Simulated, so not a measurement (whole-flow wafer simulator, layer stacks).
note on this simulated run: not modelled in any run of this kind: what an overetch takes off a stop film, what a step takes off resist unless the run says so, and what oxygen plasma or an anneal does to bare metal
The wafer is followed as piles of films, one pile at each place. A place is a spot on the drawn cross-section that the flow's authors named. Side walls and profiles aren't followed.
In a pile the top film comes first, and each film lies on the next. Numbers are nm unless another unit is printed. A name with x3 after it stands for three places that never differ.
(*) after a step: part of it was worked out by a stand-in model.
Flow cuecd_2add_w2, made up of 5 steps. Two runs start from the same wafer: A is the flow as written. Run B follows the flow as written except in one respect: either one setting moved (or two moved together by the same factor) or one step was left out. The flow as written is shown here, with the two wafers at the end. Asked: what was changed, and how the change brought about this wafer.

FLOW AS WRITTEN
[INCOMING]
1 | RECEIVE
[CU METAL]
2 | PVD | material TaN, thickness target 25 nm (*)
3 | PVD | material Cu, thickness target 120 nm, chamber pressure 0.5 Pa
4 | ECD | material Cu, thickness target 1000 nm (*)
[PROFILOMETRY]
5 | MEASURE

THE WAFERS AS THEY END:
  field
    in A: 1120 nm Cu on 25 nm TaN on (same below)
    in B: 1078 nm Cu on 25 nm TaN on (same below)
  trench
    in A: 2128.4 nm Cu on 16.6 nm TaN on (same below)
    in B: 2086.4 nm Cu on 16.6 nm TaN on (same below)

The reason: step 3, PVD: thickness target 78 nm was run, though the flow has thickness target 120 nm.

How this came from the change, step by step:
  3 | PVD | material Cu, thickness target 120 nm, chamber pressure 0.5 Pa
      field: A +120 Cu (new film) | B +78 Cu (new film)
      trench: A +80.8 Cu (new film) | B +52.7 Cu (new film)
